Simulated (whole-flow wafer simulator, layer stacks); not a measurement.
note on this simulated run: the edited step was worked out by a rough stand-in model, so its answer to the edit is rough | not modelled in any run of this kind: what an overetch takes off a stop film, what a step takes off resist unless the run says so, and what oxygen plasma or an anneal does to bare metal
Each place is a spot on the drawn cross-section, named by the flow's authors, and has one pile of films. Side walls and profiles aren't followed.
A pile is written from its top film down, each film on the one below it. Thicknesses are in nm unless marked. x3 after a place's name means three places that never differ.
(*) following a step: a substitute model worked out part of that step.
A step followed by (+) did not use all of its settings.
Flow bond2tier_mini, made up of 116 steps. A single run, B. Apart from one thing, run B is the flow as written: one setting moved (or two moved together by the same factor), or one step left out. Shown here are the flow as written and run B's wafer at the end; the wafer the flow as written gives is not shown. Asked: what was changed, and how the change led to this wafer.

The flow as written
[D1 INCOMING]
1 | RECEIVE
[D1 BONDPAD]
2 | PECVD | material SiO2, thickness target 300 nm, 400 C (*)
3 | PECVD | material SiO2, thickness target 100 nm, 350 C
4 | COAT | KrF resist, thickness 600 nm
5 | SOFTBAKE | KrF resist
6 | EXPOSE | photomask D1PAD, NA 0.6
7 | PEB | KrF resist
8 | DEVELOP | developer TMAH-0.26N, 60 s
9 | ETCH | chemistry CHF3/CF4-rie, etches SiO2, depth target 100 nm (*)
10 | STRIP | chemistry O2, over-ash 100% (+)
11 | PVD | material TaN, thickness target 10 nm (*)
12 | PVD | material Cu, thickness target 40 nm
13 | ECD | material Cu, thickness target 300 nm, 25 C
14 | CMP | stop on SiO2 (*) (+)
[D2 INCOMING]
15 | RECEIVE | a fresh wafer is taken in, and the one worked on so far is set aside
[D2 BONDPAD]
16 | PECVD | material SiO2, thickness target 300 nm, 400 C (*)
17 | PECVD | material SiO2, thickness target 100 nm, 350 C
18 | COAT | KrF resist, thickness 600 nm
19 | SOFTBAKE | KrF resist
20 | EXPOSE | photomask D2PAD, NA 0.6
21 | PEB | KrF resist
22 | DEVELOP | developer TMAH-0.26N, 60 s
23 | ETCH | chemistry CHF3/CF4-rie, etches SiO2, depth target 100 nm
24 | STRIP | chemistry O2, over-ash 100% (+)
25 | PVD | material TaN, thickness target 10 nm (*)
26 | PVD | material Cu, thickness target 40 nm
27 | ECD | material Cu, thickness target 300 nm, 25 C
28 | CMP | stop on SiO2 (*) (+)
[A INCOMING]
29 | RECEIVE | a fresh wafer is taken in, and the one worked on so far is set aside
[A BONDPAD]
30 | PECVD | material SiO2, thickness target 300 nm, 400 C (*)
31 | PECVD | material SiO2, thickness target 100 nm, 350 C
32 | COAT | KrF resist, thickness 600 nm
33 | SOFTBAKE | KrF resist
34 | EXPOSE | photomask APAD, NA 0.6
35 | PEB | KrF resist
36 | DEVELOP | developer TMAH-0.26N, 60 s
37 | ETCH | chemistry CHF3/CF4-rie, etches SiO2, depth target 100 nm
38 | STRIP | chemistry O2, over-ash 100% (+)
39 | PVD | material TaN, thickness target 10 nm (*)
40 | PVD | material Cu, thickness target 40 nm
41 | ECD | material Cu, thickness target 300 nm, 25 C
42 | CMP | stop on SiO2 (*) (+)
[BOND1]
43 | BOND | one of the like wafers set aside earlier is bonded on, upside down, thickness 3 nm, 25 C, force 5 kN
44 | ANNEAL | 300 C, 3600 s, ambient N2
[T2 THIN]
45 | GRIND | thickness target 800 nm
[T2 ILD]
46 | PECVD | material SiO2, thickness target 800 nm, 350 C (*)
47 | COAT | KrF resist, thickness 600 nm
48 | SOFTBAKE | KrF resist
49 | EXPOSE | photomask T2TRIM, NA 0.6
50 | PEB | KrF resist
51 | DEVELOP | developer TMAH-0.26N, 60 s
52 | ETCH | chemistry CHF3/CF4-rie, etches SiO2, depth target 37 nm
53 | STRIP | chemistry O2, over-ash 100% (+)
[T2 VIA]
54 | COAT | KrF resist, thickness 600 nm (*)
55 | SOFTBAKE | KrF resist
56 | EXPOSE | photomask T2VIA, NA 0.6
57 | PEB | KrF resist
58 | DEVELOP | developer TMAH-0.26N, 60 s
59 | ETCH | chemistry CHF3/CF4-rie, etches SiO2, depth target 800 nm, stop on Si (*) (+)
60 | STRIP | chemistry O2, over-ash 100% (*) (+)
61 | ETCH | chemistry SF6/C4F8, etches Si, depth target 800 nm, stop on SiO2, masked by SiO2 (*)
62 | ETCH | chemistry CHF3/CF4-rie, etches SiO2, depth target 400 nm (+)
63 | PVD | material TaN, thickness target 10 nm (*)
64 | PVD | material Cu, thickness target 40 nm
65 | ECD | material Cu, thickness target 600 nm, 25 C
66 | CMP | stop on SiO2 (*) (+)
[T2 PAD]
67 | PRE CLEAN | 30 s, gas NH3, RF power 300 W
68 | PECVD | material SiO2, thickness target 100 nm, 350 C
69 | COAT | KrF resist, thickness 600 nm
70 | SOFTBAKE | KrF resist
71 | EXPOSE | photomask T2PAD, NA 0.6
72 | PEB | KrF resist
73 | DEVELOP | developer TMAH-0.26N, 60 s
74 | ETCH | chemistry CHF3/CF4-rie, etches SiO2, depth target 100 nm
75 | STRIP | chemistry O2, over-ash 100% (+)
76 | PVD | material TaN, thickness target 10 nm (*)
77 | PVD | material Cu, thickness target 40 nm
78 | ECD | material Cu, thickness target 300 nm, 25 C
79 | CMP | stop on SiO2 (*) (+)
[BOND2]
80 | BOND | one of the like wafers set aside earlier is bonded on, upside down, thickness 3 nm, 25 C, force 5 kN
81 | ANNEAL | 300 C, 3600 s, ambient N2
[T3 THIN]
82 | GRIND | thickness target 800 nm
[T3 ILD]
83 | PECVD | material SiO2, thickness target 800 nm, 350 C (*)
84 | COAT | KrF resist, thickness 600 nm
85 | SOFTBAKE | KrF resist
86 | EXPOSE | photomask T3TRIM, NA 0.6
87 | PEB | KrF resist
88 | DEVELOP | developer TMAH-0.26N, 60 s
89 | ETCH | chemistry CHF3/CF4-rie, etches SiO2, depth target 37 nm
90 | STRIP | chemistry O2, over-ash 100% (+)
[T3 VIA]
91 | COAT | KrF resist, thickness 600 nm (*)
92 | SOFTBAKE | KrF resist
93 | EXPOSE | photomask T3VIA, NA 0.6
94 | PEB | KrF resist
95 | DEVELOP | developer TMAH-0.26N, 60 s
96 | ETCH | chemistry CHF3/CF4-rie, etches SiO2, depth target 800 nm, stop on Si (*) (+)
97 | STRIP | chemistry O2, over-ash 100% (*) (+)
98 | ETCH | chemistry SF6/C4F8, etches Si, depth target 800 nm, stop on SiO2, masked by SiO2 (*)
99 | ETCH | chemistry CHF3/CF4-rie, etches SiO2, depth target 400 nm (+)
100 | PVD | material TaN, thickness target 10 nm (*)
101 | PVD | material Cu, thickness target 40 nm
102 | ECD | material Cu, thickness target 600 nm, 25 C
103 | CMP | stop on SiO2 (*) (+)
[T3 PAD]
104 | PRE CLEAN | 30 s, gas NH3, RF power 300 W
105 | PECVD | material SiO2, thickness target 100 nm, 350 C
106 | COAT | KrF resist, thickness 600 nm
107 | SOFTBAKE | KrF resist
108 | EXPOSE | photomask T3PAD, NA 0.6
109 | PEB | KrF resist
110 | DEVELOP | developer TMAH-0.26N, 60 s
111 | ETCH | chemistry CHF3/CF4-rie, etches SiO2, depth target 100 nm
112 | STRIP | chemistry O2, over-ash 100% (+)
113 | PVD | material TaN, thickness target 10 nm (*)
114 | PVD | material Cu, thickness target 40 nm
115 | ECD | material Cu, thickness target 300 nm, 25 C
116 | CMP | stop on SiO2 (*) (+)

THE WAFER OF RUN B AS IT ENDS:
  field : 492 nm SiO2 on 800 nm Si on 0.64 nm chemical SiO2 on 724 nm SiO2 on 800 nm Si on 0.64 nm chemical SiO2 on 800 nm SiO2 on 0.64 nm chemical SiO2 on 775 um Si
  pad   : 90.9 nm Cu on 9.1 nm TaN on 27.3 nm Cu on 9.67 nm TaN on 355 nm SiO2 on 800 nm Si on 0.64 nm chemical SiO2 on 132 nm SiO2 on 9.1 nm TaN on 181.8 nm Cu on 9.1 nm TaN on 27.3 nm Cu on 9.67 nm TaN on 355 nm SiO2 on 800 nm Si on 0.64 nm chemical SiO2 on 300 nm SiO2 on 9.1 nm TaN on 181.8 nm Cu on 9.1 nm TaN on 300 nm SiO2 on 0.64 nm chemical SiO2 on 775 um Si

Cause: step 16, PECVD: thickness target 132 nm was run, though the flow has thickness target 300 nm.
One can read it off the wafer: pad has SiO2 132, and step 16 as written asks for 300 nm.

Step by step, how the change led to this:
  16 | PECVD | material SiO2, thickness target 300 nm, 400 C (*)
      field, pad, via: SiO2 gains 132 (new film) (as written it would have been: SiO2 gains 300 (new film))
  80 | BOND | one of the like wafers set aside earlier is bonded on, upside down, thickness 3 nm, 25 C, force 5 kN
      field: Si gains 775 um (new film), chemical SiO2 gains 0.64 (new film), SiO2 gains 232 (as written it would have been: Si gains 775 um (new film), chemical SiO2 gains 0.64 (new film), SiO2 gains 400)
      pad: Si gains 775 um (new film), chemical SiO2 gains 0.64 (new film), SiO2 gains 132 (new film), TaN gains 9.1 (new film), Cu gains 90.9 (as written it would have been: Si gains 775 um (new film), chemical SiO2 gains 0.64 (new film), SiO2 gains 300 (new film), TaN gains 9.1 (new film), Cu gains 90.9)
